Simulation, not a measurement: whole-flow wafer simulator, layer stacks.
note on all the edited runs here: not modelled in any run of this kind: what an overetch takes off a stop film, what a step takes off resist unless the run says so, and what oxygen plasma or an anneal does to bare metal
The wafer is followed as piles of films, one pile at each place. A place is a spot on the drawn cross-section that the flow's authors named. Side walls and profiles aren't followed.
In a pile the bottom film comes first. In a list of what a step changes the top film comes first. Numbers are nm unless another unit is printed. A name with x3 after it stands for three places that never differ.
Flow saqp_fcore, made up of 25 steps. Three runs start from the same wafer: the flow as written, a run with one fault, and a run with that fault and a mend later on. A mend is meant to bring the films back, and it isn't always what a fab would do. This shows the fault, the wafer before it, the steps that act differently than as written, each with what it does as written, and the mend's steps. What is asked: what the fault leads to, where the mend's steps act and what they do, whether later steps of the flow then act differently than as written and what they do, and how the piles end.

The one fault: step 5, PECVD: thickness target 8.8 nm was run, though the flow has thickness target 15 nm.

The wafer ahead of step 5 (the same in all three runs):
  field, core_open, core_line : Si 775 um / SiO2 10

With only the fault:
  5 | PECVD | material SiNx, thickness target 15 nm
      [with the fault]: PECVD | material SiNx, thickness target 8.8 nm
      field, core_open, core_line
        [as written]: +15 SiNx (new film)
        [with the fault]: +8.8 SiNx (new film)
  Every later step of the flow that is run acts as written at every place that is followed.
  At field, core_open, core_line, the piles at the end differ from the flow's by more than 2% or 0.5 nm, whichever is larger.
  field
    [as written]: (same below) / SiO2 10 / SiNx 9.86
    [with the fault]: (same below) / SiO2 10 / SiNx 3.66
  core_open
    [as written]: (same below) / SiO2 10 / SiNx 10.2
    [with the fault]: (same below) / SiO2 10 / SiNx 3.98
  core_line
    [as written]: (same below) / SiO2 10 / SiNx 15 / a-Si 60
    [with the fault]: (same below) / SiO2 10 / SiNx 8.8 / a-Si 60

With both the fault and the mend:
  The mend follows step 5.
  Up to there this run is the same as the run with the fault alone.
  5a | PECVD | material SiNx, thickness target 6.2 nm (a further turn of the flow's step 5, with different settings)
      field, core_open, core_line
        +6.2 SiNx
  Every later step of the flow that is run acts as written at every place that is followed.
  At every place that both follow, the piles at the end match the flow's.
